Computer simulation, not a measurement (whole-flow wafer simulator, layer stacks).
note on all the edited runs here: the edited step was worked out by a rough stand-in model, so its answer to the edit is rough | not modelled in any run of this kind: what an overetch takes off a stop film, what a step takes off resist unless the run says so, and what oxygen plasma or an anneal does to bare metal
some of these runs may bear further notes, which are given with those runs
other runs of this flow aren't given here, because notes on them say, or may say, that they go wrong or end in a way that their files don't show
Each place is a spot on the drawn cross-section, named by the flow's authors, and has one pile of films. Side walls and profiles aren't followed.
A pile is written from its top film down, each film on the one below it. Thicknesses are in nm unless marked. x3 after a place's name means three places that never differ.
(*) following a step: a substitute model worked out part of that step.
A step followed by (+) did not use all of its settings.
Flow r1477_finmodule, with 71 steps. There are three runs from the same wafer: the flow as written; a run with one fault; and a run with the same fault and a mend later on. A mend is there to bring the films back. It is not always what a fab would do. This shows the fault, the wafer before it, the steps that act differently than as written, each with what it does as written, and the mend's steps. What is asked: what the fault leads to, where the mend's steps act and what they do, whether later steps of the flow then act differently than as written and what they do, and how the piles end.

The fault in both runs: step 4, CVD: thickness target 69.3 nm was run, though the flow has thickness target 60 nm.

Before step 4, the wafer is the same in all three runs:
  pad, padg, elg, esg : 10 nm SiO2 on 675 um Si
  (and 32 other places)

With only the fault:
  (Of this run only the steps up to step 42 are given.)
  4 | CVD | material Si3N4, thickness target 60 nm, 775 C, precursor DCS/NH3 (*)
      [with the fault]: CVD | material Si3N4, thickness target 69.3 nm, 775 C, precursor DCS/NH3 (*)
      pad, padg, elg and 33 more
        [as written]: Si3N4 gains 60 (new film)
        [with the fault]: Si3N4 gains 69.3 (new film)
  Steps later in the flow that act otherwise than as written:
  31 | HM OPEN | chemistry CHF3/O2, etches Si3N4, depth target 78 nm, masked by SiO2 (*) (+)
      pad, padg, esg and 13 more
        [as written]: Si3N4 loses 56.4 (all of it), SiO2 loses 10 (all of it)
        [with the fault]: Si3N4 loses 65.7 (all of it), SiO2 loses 6.16
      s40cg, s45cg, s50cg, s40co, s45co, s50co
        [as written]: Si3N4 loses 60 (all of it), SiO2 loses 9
        [with the fault]: Si3N4 loses 69.3 (all of it), SiO2 loses 4.35
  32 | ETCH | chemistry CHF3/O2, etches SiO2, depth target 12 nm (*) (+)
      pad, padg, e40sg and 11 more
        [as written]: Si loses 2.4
        [with the fault]: SiO2 loses 3.84 (all of it), Si loses 1.63
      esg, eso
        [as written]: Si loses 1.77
        [with the fault]: SiO2 loses 3.84 (all of it), Si loses 1.63
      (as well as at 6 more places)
  Once step 42 is done, the piles at elg, e40lg, e100lg and 11 more depart from the flow's by more than 2% or 0.5 nm, whichever is larger.
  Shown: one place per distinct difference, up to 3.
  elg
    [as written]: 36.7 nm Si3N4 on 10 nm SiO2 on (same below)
    [with the fault]: 46 nm Si3N4 on 10 nm SiO2 on (same below)
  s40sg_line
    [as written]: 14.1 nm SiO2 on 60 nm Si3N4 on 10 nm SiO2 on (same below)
    [with the fault]: 14.1 nm SiO2 on 69.3 nm Si3N4 on 10 nm SiO2 on (same below)

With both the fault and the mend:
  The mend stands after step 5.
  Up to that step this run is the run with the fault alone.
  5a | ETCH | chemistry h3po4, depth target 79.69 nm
      pad, padg, elg and 33 more
        Si3N4 loses 69.3 (all of it)
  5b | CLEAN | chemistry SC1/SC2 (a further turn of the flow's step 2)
      alters no film at any place that is followed
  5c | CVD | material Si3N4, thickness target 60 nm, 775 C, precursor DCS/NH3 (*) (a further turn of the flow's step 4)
      pad, padg, elg and 33 more
        Si3N4 gains 60 (new film)
  Every later step of the flow that is run acts as written at every place that is followed.
  By the end, the piles equal the flow's at every place that both follow.
